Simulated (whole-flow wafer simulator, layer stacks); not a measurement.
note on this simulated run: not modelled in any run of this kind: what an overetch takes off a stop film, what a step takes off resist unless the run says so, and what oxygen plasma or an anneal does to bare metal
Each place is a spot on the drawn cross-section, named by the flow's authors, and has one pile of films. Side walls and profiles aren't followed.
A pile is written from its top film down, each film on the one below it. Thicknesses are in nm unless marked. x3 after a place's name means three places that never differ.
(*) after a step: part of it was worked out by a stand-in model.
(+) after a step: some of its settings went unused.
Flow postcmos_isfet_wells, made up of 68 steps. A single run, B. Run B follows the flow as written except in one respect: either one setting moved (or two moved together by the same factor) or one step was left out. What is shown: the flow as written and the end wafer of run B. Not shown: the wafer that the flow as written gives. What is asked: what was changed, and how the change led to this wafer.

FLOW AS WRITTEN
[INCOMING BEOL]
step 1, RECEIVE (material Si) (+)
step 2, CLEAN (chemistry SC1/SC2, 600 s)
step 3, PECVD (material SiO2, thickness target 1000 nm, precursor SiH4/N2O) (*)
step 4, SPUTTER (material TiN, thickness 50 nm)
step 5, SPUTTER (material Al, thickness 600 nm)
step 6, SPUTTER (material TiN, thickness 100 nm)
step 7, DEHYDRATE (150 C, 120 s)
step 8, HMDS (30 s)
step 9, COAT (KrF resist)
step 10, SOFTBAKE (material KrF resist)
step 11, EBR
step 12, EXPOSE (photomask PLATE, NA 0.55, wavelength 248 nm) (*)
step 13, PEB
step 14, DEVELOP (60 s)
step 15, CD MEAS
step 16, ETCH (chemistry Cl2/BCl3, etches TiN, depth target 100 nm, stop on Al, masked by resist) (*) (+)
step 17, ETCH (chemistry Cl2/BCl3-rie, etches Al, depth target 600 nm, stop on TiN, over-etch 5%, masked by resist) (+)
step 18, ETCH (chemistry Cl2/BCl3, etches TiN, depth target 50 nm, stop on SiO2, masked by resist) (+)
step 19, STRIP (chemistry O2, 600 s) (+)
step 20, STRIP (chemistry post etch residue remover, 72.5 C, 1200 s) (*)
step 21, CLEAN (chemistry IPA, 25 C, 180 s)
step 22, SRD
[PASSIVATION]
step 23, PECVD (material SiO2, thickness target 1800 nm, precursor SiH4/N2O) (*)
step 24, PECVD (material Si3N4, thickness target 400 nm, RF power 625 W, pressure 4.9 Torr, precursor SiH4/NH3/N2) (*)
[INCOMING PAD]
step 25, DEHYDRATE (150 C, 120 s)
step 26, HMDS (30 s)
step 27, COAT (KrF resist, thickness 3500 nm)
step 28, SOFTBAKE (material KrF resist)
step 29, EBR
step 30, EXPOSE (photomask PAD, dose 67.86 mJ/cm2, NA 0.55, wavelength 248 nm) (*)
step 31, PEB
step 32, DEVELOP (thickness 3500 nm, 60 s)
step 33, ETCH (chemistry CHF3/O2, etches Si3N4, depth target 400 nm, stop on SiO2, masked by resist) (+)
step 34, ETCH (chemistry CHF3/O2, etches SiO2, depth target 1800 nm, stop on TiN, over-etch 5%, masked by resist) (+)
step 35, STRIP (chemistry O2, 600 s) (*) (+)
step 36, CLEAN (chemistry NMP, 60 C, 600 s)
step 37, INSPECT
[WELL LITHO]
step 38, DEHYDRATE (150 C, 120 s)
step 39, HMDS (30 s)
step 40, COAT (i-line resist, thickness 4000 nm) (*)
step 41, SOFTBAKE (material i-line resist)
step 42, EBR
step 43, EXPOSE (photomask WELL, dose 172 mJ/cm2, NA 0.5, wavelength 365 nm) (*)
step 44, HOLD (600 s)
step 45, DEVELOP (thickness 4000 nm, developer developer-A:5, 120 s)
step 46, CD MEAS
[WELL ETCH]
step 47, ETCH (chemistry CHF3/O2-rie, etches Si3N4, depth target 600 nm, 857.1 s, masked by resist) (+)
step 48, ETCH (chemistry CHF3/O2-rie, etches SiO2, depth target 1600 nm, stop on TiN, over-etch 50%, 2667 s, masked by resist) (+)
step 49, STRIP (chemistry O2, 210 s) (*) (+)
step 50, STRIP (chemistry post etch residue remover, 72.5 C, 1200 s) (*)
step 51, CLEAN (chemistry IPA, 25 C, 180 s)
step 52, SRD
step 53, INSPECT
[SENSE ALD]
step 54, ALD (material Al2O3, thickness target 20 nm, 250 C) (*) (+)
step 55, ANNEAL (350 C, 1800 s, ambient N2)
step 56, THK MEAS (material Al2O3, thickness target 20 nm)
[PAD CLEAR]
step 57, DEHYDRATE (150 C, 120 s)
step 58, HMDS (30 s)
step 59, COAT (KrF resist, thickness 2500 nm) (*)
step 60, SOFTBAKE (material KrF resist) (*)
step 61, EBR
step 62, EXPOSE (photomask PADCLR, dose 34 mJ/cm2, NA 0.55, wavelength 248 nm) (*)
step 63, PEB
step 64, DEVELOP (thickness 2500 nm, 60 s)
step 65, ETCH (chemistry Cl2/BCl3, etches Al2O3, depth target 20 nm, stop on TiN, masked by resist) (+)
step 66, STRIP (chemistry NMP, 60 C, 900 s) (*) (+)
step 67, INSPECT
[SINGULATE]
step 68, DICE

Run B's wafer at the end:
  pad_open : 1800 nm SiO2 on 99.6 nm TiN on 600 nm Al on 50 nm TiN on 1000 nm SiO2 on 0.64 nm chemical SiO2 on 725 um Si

What caused this: step 34, ETCH: chemistry CHF3/O2, etches SiO2, depth target 1800 nm, stop on TiN, over-etch 5%, masked by resist (+), was omitted.

How this came from the change, step by step:
  step 35, STRIP (chemistry O2, 600 s) (*) (+)
      field, margin, well900, well1300, well2000, well3000, pad_rim, pad_clr: KrF resist loses 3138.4 (all of it) (as written it would have been: KrF resist loses 1638.4 (all of it))
  step 40, COAT (i-line resist, thickness 4000 nm) (*)
      pad_clr: i-line resist gains 3855 (new film) (as written it would have been: i-line resist gains 3256.8 (new film))
      pad_open: i-line resist gains 4149.2 (new film) (as written it would have been: i-line resist gains 4804.7 (new film))
  step 41, SOFTBAKE (material i-line resist)
      pad_clr: i-line resist loses 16 (as written it would have been: i-line resist loses 156.7)
      pad_open: i-line resist gains 21.7 (as written it would have been: i-line resist gains 115.3)
  step 49, STRIP (chemistry O2, 210 s) (*) (+)
      pad_clr: i-line resist loses 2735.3 (all of it) (as written it would have been: i-line resist loses 1996.5 (all of it))
      pad_open: i-line resist loses 3067.3 (all of it) (as written it would have been: i-line resist loses 3816.3 (all of it))
  step 59, COAT (KrF resist, thickness 2500 nm) (*)
      pad_rim: KrF resist gains 2399.6 (new film) (as written it would have been: KrF resist gains 1976.4 (new film))
      pad_clr: KrF resist gains 2339.1 (new film) (as written it would have been: KrF resist gains 1691.6 (new film))
      (as well as at 1 more place)
  step 60, SOFTBAKE (material KrF resist) (*)
      pad_clr: KrF resist loses 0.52 (as written it would have been: KrF resist loses 9.57)
  step 64, DEVELOP (thickness 2500 nm, 60 s)
      pad_clr: KrF resist loses 2338.6 (all of it) (as written it would have been: KrF resist loses 1682 (all of it))
      pad_open: KrF resist loses 2605.4 (all of it) (as written it would have been: KrF resist loses 3067.2 (all of it))
  step 66, STRIP (chemistry NMP, 60 C, 900 s) (*) (+)
      pad_rim: KrF resist loses 2360.4 (all of it) (as written it would have been: KrF resist loses 1937.7 (all of it))
